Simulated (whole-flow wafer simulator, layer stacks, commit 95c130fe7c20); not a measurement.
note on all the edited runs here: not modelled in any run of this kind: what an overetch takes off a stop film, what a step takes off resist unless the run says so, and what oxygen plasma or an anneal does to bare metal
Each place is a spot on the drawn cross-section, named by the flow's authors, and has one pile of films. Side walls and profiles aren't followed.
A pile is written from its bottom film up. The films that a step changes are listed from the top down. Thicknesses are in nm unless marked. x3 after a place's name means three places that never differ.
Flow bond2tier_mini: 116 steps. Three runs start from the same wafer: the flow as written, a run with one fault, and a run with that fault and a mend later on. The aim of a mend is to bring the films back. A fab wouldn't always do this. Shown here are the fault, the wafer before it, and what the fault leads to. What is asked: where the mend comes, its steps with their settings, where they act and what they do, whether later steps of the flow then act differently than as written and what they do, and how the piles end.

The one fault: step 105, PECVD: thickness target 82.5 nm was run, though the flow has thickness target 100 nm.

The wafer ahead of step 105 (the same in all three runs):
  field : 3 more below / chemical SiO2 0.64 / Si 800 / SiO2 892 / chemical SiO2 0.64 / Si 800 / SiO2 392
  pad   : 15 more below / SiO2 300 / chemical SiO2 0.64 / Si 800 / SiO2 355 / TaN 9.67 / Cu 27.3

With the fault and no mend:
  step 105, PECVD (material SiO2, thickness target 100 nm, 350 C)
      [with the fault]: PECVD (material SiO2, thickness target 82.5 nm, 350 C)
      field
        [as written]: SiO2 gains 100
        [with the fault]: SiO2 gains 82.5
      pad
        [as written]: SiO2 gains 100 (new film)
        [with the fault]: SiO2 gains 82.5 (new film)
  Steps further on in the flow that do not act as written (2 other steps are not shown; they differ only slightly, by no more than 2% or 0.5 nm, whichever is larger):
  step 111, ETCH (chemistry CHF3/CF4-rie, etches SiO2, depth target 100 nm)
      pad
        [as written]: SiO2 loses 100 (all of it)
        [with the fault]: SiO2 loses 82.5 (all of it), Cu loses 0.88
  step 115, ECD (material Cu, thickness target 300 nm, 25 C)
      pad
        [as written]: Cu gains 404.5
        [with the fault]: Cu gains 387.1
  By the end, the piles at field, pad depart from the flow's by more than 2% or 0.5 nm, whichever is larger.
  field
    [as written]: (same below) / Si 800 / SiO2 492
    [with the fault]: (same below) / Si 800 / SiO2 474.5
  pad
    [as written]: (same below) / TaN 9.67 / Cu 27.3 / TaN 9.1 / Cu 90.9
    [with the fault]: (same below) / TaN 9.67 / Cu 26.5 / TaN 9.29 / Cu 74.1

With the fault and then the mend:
  The mend follows step 105.
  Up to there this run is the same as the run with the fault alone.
  step 105a, PECVD (material SiO2, thickness target 17.5 nm, 350 C) (the flow's step 105 again, with other settings)
      field, pad
        SiO2 gains 17.5
  Every later step of the flow that is run acts as written at every place that is followed.
  The piles end the same as the flow's at every place that both follow.
